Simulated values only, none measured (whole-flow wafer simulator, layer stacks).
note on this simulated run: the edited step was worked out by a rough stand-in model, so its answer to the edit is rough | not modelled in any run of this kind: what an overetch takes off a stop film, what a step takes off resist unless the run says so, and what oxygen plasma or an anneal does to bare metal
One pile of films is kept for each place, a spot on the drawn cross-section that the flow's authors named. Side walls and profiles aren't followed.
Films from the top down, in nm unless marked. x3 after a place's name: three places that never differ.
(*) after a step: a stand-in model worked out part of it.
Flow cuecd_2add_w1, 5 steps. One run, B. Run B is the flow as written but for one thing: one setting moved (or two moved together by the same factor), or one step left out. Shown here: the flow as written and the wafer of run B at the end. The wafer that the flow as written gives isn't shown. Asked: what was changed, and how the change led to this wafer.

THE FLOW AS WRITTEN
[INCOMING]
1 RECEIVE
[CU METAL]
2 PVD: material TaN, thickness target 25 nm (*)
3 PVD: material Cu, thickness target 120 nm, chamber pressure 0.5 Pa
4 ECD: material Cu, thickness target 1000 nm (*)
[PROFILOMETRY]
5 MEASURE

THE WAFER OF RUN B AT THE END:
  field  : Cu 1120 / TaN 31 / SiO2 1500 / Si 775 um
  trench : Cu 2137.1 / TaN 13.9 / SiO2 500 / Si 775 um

The cause: step 2, PVD: thickness target 31 nm was run, where the flow has thickness target 25 nm.
It can be read off the wafer: field has TaN 31, and step 2 as written asks for 25 nm.

How the change led to this, step by step:
  2 PVD: material TaN, thickness target 25 nm (*)
      field: TaN +31 (new film) (as written it would be: TaN +25 (new film))
      trench: TaN +13.9 (new film) (as written it would be: TaN +11.2 (new film))
